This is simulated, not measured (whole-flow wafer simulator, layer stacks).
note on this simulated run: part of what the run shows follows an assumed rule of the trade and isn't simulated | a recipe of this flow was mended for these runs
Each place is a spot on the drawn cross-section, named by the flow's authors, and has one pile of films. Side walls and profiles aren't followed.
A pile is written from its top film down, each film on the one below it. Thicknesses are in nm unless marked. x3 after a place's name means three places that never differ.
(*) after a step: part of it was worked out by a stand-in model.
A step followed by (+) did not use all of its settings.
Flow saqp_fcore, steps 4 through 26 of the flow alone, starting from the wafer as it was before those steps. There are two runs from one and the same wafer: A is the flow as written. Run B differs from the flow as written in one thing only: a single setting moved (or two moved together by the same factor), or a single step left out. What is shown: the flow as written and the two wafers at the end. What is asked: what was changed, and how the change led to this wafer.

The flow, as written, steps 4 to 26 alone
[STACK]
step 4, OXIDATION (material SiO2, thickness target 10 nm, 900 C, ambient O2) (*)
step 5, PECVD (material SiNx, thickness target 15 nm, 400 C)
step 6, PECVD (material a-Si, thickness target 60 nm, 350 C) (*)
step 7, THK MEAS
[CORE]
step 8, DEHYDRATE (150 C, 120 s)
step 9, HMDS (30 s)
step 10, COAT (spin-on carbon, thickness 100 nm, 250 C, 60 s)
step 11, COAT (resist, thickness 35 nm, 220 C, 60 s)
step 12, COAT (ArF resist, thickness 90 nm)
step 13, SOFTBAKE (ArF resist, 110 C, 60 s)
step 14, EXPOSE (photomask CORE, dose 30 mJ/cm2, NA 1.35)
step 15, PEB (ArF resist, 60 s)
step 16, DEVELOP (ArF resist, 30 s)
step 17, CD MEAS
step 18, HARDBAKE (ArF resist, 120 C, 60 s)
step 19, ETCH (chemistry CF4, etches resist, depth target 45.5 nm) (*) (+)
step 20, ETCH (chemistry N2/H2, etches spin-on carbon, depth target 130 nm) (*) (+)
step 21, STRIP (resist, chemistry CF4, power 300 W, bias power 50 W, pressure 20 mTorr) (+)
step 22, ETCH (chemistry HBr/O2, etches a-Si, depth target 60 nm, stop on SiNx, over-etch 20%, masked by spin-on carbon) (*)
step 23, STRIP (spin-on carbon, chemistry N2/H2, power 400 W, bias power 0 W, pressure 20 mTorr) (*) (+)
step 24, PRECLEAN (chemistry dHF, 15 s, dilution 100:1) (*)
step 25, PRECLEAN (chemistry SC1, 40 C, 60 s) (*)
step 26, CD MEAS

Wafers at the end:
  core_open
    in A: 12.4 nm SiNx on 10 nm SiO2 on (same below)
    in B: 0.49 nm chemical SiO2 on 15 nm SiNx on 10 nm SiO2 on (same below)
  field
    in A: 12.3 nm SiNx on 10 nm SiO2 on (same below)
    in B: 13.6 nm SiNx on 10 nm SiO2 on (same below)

Cause: step 22, ETCH: depth target 32.1 nm was run, while the flow as written has depth target 60 nm.

The path from the change to this, step by step:
  step 22, ETCH (chemistry HBr/O2, etches a-Si, depth target 60 nm, stop on SiNx, over-etch 20%, masked by spin-on carbon) (*)
      core_open: A -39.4 a-Si (all of it), -1.3 SiNx | B -38.5 a-Si
      field: A -36.8 a-Si (all of it), -1.41 SiNx | B -36.8 a-Si (all of it), -0.07 SiNx
      (as well as at 1 more place)
  step 24, PRECLEAN (chemistry dHF, 15 s, dilution 100:1) (*)
      core_open: A -1.31 SiNx | B nothing
  step 25, PRECLEAN (chemistry SC1, 40 C, 60 s) (*)
      core_open: A nothing | B +0.49 chemical SiO2 (new film), -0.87 a-Si (all of it)
